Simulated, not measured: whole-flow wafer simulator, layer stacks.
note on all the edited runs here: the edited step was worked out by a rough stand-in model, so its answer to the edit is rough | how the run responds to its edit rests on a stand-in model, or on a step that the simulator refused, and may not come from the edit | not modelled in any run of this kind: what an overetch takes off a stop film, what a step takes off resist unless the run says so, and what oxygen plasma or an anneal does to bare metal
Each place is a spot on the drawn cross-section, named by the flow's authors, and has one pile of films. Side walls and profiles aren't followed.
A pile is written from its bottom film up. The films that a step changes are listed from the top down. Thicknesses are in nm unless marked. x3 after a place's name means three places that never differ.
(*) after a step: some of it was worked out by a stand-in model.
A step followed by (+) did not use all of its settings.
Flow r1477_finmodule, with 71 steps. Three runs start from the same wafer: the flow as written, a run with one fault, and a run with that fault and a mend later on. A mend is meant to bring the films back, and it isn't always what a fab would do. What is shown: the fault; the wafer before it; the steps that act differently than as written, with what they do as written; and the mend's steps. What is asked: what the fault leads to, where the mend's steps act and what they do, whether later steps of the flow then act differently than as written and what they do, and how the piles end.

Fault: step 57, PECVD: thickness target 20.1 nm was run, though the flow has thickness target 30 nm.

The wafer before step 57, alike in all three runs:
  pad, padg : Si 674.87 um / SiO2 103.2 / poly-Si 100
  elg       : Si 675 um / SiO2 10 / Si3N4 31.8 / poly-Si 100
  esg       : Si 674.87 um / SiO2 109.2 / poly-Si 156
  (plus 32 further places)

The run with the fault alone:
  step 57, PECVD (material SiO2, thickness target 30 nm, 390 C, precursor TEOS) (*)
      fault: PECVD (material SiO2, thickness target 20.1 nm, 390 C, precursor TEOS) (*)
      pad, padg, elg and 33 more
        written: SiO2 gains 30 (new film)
        fault: SiO2 gains 20.1 (new film)
  Steps later in the flow that act otherwise than as written (not shown: 3 more steps that differ only slightly, by at most 2% or 0.5 nm, whichever is larger):
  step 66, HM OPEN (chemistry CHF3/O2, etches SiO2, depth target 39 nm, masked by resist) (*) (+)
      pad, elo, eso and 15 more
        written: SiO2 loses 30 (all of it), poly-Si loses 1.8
        fault: SiO2 loses 20.1 (all of it), poly-Si loses 2.01
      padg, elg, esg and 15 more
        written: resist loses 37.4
        fault: resist loses 28.9
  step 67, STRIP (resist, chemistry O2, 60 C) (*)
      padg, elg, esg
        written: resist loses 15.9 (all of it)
        fault: resist loses 24.4 (all of it)
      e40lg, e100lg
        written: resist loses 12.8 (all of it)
        fault: resist loses 21.2 (all of it)
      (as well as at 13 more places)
  At padg, elg, esg and 15 more, the piles at the end differ from the flow's by more than 2% or 0.5 nm, whichever is larger.
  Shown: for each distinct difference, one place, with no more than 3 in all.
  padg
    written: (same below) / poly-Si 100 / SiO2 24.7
    fault: (same below) / poly-Si 100 / SiO2 14.8
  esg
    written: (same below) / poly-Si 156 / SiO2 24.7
    fault: (same below) / poly-Si 156 / SiO2 14.8
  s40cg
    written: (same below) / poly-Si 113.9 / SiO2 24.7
    fault: (same below) / poly-Si 113.9 / SiO2 14.8

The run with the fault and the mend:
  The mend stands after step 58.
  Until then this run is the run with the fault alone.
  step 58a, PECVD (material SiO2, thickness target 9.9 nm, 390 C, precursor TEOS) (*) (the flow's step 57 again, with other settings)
      pad, padg, elg and 33 more
        SiO2 gains 9.9
  Every later step of the flow that is run acts as written at every place that is followed.
  The piles end the same as the flow's at every place that both follow.
